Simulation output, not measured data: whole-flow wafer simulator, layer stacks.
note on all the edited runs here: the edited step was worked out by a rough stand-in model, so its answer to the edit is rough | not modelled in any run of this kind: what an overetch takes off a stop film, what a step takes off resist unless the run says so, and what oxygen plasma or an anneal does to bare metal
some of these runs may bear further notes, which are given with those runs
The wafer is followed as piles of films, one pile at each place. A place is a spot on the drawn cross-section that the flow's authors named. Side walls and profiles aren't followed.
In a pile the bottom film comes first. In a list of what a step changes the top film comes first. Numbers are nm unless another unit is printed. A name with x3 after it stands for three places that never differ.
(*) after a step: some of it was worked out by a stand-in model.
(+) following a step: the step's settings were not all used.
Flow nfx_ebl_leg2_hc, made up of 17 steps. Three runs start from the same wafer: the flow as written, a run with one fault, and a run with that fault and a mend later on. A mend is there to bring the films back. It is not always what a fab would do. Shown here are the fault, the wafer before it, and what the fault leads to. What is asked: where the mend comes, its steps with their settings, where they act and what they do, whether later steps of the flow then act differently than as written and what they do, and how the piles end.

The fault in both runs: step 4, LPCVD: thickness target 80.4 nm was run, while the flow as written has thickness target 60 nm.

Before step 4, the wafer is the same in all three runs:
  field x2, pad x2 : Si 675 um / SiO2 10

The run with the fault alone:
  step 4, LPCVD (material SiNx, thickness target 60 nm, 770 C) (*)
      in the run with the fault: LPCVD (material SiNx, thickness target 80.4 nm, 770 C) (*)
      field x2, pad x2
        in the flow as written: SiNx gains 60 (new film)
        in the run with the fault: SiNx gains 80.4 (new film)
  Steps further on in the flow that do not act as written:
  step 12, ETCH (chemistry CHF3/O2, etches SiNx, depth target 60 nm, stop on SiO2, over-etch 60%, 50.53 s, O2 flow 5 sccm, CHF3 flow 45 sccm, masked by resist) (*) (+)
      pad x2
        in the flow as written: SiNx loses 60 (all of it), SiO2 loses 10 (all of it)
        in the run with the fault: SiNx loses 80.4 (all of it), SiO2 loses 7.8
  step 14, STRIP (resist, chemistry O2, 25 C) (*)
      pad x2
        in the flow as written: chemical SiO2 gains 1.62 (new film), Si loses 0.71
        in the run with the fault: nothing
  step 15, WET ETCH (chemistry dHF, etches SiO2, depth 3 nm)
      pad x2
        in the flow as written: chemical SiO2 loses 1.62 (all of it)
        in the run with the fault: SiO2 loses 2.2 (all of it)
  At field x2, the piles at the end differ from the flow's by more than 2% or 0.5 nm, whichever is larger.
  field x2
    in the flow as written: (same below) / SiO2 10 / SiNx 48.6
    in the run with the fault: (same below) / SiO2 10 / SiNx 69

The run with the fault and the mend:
  The mend follows step 5.
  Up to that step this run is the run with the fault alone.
  step 5a, ETCH (chemistry h3po4, depth target 20.4 nm)
      field x2, pad x2
        SiNx loses 20.4
  Every later step of the flow that is run acts as written at every place that is followed.
  By the end, the piles equal the flow's at every place that both follow.
